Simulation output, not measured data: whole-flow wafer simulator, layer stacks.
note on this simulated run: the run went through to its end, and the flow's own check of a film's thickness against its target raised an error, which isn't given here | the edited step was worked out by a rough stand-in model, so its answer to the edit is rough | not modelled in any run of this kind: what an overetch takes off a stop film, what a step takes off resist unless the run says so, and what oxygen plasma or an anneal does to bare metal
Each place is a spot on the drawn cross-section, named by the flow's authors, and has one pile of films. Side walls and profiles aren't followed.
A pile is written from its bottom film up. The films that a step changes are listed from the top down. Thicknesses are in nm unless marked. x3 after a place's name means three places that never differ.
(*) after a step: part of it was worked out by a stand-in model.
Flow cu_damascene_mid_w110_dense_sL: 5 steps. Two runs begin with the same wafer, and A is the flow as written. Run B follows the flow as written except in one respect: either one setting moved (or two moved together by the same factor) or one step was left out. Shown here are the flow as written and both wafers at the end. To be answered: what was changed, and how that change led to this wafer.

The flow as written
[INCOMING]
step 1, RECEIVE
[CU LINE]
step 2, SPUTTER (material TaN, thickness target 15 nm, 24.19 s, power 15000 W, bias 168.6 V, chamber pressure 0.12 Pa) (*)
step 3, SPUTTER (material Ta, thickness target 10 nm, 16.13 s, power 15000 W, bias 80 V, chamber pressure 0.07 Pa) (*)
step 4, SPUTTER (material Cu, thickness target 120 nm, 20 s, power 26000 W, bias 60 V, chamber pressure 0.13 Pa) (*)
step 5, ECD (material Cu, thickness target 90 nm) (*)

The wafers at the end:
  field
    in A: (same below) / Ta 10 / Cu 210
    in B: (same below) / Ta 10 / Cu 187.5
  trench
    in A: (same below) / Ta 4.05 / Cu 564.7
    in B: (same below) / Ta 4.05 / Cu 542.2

What caused this: step 5, ECD: thickness target 67.5 nm was run, while the flow as written has thickness target 90 nm.

Step by step, how the change led to this:
  step 5, ECD (material Cu, thickness target 90 nm) (*)
      field: A +90 Cu | B +67.5 Cu
      trench: A +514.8 Cu | B +492.3 Cu
